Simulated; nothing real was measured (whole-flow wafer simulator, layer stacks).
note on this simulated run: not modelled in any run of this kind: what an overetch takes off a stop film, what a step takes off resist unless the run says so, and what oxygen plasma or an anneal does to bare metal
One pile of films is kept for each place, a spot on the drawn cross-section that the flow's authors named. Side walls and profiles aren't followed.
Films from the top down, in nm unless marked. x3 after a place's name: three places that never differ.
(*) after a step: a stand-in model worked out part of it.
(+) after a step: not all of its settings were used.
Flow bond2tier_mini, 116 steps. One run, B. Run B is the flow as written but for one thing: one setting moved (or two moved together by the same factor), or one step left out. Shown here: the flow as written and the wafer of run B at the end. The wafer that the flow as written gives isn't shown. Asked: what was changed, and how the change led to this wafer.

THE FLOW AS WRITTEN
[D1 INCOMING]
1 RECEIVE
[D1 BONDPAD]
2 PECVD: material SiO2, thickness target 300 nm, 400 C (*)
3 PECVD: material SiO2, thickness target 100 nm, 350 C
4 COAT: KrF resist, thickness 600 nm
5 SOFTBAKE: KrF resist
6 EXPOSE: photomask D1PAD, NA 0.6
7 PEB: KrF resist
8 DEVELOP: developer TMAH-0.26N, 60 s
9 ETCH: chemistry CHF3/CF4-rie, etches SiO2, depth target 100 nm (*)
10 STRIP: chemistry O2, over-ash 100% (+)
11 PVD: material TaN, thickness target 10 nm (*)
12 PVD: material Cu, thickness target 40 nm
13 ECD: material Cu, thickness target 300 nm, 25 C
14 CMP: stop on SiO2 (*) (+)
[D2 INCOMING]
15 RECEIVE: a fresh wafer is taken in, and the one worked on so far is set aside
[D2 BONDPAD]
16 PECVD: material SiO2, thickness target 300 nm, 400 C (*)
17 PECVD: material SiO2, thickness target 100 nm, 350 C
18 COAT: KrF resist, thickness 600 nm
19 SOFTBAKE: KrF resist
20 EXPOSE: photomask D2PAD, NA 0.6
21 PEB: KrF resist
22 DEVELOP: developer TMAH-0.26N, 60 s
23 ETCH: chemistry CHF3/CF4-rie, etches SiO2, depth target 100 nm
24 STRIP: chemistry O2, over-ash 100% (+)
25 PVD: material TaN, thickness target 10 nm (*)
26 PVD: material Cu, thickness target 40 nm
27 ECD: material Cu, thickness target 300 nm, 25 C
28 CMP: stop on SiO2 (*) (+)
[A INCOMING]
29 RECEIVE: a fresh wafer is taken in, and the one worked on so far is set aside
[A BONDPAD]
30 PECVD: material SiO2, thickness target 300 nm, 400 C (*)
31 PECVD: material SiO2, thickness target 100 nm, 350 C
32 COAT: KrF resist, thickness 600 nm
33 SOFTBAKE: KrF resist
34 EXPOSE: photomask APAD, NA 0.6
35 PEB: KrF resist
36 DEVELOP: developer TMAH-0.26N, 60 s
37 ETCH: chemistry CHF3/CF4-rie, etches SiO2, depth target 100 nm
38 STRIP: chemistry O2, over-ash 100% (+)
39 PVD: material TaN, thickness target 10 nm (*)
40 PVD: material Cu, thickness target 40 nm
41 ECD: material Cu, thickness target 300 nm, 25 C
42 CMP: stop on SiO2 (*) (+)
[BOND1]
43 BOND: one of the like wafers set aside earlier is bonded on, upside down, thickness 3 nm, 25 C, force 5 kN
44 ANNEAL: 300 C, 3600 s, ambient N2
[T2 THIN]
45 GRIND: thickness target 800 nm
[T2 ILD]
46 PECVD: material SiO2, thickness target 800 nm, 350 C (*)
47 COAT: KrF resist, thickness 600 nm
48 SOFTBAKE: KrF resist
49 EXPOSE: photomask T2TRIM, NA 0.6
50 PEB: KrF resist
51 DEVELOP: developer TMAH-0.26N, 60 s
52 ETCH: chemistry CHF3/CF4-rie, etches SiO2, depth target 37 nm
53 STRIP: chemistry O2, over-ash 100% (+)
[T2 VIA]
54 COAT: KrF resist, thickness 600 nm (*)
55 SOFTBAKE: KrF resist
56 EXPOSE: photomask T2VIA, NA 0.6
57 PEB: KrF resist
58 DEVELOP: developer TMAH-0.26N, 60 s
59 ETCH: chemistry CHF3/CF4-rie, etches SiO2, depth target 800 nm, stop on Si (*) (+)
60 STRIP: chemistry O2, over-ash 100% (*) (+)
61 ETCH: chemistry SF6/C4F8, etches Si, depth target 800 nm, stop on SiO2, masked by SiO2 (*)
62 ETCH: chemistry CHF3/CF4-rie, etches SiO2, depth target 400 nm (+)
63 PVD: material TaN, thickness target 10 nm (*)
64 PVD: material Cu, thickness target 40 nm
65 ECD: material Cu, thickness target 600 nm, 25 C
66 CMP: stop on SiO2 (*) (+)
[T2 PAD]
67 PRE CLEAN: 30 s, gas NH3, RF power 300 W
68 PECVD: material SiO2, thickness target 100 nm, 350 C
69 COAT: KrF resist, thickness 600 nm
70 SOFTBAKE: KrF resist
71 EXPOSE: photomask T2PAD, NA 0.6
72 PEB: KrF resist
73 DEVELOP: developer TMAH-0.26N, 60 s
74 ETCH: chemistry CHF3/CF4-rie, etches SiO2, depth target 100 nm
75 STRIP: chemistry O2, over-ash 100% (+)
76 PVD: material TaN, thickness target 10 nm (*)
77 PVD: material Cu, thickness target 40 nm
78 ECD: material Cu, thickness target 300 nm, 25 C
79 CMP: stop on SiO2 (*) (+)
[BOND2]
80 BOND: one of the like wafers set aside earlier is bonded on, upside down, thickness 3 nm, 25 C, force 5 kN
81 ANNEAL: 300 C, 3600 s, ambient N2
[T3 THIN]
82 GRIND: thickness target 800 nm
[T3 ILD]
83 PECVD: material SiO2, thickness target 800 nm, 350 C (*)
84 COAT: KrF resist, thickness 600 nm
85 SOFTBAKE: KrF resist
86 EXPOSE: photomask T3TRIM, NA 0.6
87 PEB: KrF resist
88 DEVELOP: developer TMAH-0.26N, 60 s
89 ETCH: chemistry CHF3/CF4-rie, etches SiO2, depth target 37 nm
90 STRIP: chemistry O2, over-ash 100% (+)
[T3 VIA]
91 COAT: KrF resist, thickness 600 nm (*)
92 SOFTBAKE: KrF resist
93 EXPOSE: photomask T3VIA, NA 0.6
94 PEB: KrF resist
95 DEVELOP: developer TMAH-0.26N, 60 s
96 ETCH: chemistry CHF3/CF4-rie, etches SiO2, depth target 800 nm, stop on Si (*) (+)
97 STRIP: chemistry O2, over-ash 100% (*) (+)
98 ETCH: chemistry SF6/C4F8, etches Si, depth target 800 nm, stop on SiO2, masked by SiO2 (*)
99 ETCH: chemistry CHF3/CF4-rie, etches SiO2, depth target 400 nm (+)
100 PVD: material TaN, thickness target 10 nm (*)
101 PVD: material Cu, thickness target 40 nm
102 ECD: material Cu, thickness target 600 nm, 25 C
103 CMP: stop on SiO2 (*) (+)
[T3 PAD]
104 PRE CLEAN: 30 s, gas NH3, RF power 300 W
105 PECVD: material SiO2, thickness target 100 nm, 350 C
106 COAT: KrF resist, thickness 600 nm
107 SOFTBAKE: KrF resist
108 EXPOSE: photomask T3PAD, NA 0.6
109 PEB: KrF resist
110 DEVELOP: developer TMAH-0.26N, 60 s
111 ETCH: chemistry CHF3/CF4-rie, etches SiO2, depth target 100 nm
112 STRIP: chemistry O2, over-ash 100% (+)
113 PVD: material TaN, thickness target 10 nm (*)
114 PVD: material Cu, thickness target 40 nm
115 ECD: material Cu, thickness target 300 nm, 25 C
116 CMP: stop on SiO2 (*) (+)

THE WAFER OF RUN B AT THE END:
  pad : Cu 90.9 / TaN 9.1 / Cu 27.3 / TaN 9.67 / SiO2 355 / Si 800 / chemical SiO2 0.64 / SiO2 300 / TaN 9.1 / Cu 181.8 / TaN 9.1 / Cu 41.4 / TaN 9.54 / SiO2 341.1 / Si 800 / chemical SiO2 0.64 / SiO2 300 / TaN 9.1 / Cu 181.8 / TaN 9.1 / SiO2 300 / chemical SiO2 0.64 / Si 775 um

The cause: step 52, ETCH: depth target 50.9 nm was run, where the flow has depth target 37 nm.

How the change led to this, step by step:
  52 ETCH: chemistry CHF3/CF4-rie, etches SiO2, depth target 37 nm
      pad, via: SiO2 -50.9 (as written it would be: SiO2 -37)
      field: KrF resist -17 (as written it would be: KrF resist -12.3)
  65 ECD: material Cu, thickness target 600 nm, 25 C
      pad: Cu +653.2 (as written it would be: Cu +638.7)
